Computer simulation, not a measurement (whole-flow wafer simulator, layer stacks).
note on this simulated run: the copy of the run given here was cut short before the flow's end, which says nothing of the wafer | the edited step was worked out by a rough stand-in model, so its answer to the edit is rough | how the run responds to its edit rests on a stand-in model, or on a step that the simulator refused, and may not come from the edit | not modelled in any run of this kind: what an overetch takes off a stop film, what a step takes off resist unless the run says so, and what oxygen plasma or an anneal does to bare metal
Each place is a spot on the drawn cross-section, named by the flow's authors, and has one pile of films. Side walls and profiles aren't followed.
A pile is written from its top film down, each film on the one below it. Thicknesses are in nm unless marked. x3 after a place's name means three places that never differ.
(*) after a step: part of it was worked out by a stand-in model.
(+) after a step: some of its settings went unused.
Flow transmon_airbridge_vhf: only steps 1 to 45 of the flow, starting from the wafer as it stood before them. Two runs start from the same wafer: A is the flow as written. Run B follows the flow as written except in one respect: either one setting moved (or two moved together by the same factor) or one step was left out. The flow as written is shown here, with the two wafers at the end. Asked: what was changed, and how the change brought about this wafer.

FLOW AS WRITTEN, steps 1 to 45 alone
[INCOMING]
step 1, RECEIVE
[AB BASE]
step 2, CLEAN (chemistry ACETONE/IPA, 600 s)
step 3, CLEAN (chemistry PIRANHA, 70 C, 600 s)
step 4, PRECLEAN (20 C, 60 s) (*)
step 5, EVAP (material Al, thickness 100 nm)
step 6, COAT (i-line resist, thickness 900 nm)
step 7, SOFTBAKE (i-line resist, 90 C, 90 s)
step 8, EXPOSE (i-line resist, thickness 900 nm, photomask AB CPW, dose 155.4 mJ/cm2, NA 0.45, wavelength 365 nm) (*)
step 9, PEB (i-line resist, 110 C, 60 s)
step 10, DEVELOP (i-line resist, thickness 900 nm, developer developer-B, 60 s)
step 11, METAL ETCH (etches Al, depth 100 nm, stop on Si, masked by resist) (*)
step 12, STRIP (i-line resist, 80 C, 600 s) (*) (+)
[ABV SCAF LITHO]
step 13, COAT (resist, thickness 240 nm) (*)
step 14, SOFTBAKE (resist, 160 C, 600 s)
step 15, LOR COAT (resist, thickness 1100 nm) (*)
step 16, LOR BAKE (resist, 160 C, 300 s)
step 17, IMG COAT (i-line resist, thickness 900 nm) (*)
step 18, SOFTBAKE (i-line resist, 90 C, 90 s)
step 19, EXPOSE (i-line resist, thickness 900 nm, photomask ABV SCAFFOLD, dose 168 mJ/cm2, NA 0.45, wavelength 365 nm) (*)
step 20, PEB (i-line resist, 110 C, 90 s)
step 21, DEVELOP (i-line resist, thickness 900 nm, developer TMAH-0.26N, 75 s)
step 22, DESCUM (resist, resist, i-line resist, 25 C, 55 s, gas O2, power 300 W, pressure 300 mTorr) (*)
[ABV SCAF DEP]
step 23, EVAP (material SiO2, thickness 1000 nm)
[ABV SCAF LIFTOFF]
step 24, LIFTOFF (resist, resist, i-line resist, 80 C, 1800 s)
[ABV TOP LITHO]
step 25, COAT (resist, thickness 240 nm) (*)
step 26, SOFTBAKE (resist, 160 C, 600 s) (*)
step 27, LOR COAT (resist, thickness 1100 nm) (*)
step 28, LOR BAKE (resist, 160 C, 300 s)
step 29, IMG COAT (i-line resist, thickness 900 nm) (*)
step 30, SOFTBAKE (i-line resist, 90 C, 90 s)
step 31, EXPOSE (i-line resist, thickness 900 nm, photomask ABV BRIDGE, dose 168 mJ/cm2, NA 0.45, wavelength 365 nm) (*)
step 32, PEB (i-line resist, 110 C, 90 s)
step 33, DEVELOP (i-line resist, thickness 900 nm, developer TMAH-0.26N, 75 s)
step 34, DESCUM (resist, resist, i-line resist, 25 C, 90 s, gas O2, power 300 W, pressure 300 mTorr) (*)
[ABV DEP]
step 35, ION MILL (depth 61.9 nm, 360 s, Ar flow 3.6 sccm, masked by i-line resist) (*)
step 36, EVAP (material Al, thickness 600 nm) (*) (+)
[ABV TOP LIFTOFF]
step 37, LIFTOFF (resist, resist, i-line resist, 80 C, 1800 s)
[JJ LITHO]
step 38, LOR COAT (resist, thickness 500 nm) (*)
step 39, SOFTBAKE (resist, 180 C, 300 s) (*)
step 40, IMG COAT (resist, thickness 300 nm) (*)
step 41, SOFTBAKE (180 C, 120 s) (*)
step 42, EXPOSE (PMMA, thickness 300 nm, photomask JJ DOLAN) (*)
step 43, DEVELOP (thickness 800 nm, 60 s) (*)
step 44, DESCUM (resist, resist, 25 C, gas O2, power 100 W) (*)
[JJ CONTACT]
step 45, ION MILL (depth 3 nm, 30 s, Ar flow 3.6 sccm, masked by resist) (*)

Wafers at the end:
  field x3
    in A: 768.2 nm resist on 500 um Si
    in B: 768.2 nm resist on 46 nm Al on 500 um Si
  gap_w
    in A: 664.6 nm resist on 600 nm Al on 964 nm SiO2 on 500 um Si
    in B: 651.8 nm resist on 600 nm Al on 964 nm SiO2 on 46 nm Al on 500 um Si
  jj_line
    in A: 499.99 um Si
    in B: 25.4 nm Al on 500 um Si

The reason: step 11, METAL ETCH: depth 54 nm was run, whereas the flow has depth 100 nm.

The path from the change to this, step by step:
  step 11, METAL ETCH (etches Al, depth 100 nm, stop on Si, masked by resist) (*)
      field x3, jj_line, gap_w, gap_e: A Al loses 100 (all of it) | B Al loses 54
      ground_far, pad_w, flank_w and 8 more: A i-line resist loses 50 | B i-line resist loses 27
  step 12, STRIP (i-line resist, 80 C, 600 s) (*) (+)
      ground_far, pad_w, flank_w and 8 more: A i-line resist loses 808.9 (all of it) | B i-line resist loses 831.9 (all of it)
  step 13, COAT (resist, thickness 240 nm) (*)
      flank_w, flank_e: A resist gains 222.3 (new film) | B resist gains 229.9 (new film)
      gap_w, gap_e: A resist gains 251.7 (new film) | B resist gains 246.5 (new film)
  step 22, DESCUM (resist, resist, i-line resist, 25 C, 55 s, gas O2, power 300 W, pressure 300 mTorr) (*)
      flank_w, flank_e: A resist loses 222.3 (all of it) | B resist loses 229.9 (all of it)
      gap_w, gap_e: A resist loses 251.7 (all of it) | B resist loses 246.5 (all of it)
  step 25, COAT (resist, thickness 240 nm) (*)
      flank_w, flank_e: A resist gains 152.6 (new film) | B resist gains 158 (new film)
      gap_w, gap_e: A resist gains 210.7 (new film) | B resist gains 205.8 (new film)
  step 34, DESCUM (resist, resist, i-line resist, 25 C, 90 s, gas O2, power 300 W, pressure 300 mTorr) (*)
      flank_w, flank_e: A resist loses 152.6 (all of it) | B resist loses 158 (all of it)
      gap_w, gap_e: A resist loses 210.7 (all of it) | B resist loses 205.8 (all of it)
  step 40, IMG COAT (resist, thickness 300 nm) (*)
      flank_w, flank_e: A resist gains 212.1 | B resist gains 219.2
  step 45, ION MILL (depth 3 nm, 30 s, Ar flow 3.6 sccm, masked by resist) (*)
      jj_line: A Si loses 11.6 | B Al loses 20.6
If metal films that touch count as one body, field x3 has 1 body; the flow as written gives 0 bodies.
If metal films that touch count as one body, gap_w has 2 bodies (between them, from the top down: SiO2 964); the flow as written gives 1 body.
If metal films that touch count as one body, jj_line has 1 body; the flow as written gives 0 bodies.
